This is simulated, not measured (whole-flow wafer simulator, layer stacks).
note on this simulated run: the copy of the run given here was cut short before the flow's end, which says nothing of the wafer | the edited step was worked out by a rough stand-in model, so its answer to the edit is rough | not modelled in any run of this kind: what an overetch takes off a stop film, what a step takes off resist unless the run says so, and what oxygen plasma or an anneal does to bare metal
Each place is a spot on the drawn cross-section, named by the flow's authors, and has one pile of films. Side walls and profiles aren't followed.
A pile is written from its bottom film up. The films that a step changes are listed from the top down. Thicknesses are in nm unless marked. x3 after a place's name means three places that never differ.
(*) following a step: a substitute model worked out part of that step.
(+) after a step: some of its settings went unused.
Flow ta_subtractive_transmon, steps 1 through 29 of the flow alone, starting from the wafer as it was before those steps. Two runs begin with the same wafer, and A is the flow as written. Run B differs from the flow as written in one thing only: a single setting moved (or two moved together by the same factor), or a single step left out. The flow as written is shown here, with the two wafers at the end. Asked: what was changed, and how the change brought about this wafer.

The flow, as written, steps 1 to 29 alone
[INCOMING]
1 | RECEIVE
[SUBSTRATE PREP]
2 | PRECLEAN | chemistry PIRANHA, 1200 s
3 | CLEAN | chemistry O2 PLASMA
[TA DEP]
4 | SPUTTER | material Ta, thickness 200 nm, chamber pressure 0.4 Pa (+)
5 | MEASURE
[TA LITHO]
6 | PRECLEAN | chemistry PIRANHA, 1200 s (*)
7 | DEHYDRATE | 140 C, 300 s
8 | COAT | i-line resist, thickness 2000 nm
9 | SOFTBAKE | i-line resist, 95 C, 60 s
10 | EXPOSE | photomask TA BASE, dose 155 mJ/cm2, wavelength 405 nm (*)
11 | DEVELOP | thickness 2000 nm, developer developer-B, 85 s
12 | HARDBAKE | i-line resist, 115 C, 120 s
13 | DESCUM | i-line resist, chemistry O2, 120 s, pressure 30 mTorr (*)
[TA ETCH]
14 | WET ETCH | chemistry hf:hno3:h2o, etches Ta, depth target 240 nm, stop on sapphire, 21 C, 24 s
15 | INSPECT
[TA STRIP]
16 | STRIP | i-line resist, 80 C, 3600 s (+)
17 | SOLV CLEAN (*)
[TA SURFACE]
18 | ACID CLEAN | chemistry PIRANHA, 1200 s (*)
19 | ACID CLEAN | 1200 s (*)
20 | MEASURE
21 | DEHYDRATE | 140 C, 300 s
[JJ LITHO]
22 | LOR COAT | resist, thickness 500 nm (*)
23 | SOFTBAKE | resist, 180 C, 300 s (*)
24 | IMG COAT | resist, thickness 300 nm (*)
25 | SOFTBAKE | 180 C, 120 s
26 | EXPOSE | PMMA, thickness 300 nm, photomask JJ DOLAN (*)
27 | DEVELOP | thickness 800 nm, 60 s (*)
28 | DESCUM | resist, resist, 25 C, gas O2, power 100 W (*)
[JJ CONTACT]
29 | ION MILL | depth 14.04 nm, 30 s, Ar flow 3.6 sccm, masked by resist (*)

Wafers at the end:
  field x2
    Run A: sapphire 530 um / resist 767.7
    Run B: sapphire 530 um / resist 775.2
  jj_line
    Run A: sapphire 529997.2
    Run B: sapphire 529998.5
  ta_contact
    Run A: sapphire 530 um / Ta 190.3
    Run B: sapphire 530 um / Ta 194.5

What caused this: step 29, ION MILL: depth 7.72 nm was run, while the flow as written has depth 14.04 nm; step 29, ION MILL: 16.5 s was run, where the flow has 30 s.

The path from the change to this, step by step:
  29 | ION MILL | depth 14.04 nm, 30 s, Ar flow 3.6 sccm, masked by resist (*)
      field x2, ta_pad: A -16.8 resist | B -9.23 resist
      jj_line, lead: A -2.8 sapphire | B -1.54 sapphire
      (and at 1 other place as well)
